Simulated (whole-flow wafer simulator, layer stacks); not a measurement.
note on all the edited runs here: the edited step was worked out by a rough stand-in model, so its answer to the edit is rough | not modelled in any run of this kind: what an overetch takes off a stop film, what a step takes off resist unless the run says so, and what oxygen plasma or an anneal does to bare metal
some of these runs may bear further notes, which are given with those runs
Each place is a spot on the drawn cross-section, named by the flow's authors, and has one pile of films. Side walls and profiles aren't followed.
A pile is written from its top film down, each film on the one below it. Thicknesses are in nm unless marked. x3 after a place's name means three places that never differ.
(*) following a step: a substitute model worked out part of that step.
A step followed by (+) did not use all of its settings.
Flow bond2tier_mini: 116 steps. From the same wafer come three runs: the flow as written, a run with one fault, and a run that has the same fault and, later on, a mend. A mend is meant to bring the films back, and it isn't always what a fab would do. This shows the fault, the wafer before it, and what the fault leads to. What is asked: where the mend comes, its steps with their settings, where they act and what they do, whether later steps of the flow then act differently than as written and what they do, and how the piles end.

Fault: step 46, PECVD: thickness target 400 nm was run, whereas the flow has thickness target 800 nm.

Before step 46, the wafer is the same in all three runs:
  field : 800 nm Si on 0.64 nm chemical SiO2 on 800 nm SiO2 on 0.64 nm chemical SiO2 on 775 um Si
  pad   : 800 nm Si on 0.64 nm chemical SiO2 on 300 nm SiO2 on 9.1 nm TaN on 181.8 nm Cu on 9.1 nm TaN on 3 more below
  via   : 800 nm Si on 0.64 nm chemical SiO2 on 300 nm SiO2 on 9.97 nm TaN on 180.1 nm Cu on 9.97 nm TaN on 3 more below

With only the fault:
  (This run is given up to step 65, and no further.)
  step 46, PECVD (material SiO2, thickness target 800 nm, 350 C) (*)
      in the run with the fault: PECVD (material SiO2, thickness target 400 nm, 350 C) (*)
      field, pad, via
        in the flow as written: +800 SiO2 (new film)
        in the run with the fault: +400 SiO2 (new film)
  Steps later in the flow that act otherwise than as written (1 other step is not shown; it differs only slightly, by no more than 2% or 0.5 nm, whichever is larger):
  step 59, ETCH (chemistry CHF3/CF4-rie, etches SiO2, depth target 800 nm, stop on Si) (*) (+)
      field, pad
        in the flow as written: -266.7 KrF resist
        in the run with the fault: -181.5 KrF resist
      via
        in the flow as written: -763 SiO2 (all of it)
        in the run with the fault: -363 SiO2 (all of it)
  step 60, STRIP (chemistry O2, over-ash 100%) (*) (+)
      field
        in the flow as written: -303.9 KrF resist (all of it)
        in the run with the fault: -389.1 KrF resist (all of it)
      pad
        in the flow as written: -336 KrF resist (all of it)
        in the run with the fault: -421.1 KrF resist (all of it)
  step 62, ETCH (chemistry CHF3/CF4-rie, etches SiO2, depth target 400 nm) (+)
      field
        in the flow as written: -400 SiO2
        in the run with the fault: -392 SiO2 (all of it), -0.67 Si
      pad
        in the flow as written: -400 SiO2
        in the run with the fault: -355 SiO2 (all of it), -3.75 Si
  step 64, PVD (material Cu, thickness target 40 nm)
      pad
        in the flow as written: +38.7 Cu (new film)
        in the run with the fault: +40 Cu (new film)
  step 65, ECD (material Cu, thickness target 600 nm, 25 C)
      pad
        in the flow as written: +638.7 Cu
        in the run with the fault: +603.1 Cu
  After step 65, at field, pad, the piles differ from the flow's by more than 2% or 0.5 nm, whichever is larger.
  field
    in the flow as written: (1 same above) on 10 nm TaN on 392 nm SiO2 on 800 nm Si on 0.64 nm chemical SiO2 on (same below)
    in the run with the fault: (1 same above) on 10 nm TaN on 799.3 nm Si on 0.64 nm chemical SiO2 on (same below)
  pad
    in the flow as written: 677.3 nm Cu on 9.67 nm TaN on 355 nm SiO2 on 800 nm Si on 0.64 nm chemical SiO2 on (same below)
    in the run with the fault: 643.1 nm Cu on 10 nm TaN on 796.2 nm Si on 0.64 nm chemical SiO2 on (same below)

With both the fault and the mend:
  The mend stands after step 51.
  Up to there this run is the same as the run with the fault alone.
  step 51a, STRIP (chemistry O2, over-ash 100%) (+)
      field
        -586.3 KrF resist (all of it)
  step 51b, PECVD (material SiO2, thickness target 400 nm, 350 C) (*) (the flow's step 46 again, with other settings)
      field, pad, via
        +400 SiO2
  step 51c, COAT (KrF resist, thickness 600 nm) (the flow's step 47 again)
      field, pad, via
        +600 KrF resist (new film)
  step 51d, SOFTBAKE (KrF resist) (the flow's step 48 again)
      leaves every film unchanged at each place that is followed
  step 51e, EXPOSE (photomask T2TRIM, NA 0.6) (the flow's step 49 again)
      leaves every film unchanged at each place that is followed
  step 51f, PEB (KrF resist) (the flow's step 50 again)
      leaves every film unchanged at each place that is followed
  step 51g, DEVELOP (developer TMAH-0.26N, 60 s) (the flow's step 51 again)
      pad, via
        -600 KrF resist (all of it)
      field
        -13.7 KrF resist
  Every later step of the flow that is run acts as written at every place that is followed.
  The piles end the same as the flow's at every place that both follow.
